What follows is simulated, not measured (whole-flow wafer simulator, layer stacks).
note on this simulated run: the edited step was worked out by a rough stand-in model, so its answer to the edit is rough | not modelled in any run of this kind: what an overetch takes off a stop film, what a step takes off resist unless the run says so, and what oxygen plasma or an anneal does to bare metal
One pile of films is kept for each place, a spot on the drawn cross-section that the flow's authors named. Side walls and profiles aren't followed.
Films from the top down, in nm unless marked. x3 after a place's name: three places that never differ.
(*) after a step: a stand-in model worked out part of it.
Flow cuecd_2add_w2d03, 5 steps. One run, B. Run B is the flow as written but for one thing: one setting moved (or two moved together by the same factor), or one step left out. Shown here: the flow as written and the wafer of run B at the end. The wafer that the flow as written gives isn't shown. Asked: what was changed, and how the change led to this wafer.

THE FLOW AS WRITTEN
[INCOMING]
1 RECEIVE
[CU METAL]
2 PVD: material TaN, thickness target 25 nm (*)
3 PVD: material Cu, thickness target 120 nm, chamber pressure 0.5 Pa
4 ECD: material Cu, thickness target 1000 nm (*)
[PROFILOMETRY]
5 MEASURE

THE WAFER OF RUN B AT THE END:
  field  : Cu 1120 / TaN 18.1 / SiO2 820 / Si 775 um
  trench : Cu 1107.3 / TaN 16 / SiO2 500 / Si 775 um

The cause: step 2, PVD: thickness target 18.1 nm was run, where the flow has thickness target 25 nm.
It can be read off the wafer: field has TaN 18.1, and step 2 as written asks for 25 nm.

How the change led to this, step by step:
  2 PVD: material TaN, thickness target 25 nm (*)
      field: TaN +18.1 (new film) (as written it would be: TaN +25 (new film))
      trench: TaN +16 (new film) (as written it would be: TaN +22.1 (new film))
